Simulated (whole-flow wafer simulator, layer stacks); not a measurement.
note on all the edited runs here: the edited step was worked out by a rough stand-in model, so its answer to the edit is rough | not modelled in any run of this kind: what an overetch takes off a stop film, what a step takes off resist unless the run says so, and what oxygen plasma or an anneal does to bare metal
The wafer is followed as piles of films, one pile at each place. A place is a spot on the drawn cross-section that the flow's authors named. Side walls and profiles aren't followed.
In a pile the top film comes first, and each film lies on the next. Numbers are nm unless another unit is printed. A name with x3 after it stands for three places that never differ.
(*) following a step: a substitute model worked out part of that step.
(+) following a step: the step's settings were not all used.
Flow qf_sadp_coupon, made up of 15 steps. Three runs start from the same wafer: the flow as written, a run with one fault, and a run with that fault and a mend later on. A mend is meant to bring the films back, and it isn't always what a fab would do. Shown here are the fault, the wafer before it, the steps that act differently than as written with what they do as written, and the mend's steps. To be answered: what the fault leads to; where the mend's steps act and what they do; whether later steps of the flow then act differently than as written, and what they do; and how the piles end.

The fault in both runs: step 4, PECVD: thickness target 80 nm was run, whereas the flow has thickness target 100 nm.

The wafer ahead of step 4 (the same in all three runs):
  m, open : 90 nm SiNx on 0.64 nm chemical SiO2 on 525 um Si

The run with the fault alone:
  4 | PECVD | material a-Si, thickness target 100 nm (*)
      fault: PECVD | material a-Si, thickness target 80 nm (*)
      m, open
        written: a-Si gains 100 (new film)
        fault: a-Si gains 80 (new film)
  Steps further on in the flow that do not act as written:
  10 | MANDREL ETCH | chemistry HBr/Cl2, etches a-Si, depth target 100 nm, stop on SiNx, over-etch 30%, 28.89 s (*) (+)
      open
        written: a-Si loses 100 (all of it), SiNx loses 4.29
        fault: a-Si loses 80 (all of it), SiNx loses 7.14
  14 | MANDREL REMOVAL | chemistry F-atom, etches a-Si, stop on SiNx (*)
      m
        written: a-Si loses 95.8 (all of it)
        fault: a-Si loses 75.8 (all of it)
  The piles end different from the flow's at open by more than 2% or 0.5 nm, whichever is larger.
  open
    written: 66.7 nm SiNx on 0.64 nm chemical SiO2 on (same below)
    fault: 63.8 nm SiNx on 0.64 nm chemical SiO2 on (same below)

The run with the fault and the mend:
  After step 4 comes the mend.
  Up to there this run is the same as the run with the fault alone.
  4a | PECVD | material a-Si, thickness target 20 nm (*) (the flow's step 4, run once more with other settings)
      m, open
        a-Si gains 20
  Every later step of the flow that is run acts as written at every place that is followed.
  The piles end the same as the flow's at every place that both follow.
